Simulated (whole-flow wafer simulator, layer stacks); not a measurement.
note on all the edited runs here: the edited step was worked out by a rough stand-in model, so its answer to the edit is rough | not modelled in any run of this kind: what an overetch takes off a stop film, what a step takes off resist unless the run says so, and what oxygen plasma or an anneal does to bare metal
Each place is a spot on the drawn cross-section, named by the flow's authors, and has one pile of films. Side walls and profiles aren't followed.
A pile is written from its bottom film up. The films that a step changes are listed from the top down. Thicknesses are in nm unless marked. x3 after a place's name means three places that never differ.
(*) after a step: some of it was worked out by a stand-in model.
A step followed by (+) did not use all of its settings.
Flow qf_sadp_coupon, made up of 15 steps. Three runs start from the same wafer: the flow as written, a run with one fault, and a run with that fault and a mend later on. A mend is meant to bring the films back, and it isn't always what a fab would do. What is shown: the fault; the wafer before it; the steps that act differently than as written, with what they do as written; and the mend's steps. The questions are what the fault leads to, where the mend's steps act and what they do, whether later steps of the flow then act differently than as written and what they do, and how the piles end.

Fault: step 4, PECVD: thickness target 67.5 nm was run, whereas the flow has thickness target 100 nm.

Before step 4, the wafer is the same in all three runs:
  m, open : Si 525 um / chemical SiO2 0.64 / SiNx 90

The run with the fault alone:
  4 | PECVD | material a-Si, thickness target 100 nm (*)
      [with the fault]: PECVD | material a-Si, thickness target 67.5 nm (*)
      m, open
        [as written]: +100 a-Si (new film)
        [with the fault]: +67.5 a-Si (new film)
  Steps further on in the flow that do not act as written:
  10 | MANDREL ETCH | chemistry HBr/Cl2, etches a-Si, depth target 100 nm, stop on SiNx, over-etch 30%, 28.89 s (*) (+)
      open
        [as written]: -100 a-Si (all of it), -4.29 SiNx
        [with the fault]: -67.5 a-Si (all of it), -8.93 SiNx
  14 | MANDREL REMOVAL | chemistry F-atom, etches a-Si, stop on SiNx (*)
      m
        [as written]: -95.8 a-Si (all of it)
        [with the fault]: -63.3 a-Si (all of it)
  The piles end different from the flow's at open by more than 2% or 0.5 nm, whichever is larger.
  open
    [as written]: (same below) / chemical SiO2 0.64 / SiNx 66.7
    [with the fault]: (same below) / chemical SiO2 0.64 / SiNx 62

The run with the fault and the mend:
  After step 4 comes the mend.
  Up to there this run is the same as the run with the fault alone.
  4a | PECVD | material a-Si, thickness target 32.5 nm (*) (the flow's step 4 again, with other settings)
      m, open
        +32.5 a-Si
  None of the later steps of the flow acts differently than as written at any place that is followed.
  The piles end the same as the flow's at every place that both follow.
